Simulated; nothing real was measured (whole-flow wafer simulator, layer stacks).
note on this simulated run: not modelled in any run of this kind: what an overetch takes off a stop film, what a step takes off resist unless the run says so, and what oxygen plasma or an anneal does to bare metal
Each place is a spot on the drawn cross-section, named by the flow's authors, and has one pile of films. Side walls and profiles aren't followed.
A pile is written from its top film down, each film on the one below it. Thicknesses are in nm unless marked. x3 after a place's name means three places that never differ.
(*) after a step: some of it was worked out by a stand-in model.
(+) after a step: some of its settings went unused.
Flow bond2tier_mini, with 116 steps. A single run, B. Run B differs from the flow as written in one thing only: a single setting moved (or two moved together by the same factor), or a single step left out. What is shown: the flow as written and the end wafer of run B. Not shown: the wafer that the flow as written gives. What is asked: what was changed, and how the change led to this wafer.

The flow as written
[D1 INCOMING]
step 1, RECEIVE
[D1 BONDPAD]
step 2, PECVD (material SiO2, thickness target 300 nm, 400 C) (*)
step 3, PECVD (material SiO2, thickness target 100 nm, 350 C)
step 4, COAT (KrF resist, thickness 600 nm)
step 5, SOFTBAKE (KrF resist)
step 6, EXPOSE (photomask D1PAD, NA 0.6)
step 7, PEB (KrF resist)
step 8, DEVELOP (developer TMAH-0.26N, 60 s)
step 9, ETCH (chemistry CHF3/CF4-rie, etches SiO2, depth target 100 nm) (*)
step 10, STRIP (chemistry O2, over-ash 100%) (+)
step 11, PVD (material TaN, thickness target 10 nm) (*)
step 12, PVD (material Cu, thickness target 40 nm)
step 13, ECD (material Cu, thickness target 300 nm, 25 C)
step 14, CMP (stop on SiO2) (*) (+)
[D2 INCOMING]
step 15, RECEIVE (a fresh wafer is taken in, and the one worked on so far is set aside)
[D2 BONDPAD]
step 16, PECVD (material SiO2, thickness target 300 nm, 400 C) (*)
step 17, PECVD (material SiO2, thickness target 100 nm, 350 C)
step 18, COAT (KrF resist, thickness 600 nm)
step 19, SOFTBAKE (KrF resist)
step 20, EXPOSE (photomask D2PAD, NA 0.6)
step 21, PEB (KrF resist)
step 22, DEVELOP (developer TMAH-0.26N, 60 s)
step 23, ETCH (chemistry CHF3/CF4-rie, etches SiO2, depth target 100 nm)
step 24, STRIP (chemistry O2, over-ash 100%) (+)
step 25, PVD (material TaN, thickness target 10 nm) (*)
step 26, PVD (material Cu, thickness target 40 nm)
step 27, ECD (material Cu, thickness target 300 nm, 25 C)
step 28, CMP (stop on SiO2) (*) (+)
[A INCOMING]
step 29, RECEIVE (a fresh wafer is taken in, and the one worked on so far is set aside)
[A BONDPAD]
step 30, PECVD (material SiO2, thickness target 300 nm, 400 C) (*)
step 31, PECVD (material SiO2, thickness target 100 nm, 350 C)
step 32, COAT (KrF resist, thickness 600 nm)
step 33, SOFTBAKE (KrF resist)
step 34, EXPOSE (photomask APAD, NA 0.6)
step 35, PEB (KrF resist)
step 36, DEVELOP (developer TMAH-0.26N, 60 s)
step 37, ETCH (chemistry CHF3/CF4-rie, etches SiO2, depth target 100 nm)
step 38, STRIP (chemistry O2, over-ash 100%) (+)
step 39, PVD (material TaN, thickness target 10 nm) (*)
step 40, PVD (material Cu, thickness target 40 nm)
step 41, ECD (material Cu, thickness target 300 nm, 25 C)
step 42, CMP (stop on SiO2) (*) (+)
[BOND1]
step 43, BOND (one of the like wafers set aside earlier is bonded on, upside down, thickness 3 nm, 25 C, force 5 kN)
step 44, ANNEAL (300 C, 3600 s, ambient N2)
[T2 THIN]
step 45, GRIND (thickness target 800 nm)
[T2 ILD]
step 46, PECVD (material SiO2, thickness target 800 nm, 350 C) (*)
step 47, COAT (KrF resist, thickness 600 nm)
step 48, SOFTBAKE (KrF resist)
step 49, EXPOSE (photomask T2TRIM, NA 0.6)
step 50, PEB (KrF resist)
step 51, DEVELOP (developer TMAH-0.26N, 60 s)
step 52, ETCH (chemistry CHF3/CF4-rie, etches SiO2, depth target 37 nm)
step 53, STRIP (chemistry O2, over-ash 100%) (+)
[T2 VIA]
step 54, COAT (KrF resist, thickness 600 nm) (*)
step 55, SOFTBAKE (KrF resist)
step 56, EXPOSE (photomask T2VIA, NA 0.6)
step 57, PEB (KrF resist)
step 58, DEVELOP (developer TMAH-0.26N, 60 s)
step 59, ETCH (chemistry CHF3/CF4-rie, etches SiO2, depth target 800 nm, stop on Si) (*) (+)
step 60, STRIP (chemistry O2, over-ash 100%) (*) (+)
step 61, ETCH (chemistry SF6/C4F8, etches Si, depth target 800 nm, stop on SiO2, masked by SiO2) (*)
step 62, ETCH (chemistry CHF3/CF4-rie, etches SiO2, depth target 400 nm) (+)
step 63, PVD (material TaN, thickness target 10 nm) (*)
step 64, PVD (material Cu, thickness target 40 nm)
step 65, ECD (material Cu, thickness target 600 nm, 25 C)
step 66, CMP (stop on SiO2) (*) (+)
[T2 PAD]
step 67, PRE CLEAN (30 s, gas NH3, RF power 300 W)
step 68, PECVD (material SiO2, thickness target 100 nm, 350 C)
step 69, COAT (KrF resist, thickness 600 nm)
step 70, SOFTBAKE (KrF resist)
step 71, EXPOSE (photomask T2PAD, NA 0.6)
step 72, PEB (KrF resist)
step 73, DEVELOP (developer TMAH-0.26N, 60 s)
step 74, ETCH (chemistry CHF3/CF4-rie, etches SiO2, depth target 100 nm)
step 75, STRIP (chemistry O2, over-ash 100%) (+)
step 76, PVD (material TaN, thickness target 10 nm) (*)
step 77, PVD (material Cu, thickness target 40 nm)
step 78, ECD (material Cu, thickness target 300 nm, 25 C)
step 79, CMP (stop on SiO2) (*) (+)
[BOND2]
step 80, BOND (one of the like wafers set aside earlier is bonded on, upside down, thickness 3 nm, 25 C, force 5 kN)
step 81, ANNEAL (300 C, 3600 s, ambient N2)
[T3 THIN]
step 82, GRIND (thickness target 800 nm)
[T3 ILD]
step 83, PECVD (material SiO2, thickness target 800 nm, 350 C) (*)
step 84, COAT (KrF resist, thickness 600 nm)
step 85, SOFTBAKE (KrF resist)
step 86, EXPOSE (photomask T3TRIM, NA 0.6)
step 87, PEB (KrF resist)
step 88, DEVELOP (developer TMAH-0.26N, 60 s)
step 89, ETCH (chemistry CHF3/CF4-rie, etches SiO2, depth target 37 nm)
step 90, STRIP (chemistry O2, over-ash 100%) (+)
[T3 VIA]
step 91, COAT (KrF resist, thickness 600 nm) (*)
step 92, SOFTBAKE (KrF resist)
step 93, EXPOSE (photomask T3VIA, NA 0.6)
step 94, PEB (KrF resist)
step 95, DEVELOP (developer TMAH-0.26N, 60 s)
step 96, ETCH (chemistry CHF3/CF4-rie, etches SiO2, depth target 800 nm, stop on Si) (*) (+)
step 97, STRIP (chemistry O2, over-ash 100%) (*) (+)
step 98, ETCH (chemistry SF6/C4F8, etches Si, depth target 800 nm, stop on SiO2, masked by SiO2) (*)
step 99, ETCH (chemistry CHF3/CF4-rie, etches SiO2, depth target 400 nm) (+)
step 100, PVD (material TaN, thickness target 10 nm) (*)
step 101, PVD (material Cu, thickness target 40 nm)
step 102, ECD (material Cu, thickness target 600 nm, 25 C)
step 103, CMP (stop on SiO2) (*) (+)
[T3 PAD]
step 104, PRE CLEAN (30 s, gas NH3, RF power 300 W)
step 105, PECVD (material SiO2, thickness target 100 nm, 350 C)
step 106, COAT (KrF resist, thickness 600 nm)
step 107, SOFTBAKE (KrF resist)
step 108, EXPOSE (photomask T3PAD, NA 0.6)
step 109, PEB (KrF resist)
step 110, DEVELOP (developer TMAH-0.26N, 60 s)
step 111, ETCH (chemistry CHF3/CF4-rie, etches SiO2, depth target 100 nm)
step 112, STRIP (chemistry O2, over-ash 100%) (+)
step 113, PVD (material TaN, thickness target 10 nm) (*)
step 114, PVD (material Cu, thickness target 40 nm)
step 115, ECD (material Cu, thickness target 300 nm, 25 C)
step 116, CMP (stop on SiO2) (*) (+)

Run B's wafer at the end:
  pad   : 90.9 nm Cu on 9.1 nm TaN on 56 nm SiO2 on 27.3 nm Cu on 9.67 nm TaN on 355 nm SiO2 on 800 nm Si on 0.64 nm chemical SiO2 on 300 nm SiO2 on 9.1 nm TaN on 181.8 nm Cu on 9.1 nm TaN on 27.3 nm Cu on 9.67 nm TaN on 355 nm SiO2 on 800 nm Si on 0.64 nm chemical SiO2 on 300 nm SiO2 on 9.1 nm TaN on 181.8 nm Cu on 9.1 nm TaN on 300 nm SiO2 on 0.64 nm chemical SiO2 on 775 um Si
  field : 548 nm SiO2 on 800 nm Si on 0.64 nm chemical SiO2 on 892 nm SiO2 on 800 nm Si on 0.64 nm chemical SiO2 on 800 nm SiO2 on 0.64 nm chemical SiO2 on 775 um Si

The reason: step 105, PECVD: thickness target 156 nm was run, whereas the flow has thickness target 100 nm.

How this came from the change, step by step:
  step 105, PECVD (material SiO2, thickness target 100 nm, 350 C)
      field: SiO2 gains 156 (in the flow as written it would be: SiO2 gains 100)
      pad: SiO2 gains 156 (new film) (in the flow as written it would be: SiO2 gains 100 (new film))
  step 111, ETCH (chemistry CHF3/CF4-rie, etches SiO2, depth target 100 nm)
      pad: SiO2 loses 100 (in the flow as written it would be: SiO2 loses 100 (all of it))
If metal films that touch count as one body, pad has 4 bodies (between them, from the top down: SiO2 56; SiO2 355 / Si 800 / chemical SiO2 0.64 / SiO2 300; SiO2 355 / Si 800 / chemical SiO2 0.64 / SiO2 300); the flow as written gives 3 bodies (between them, from the top down: SiO2 355 / Si 800 / chemical SiO2 0.64 / SiO2 300; SiO2 355 / Si 800 / chemical SiO2 0.64 / SiO2 300).
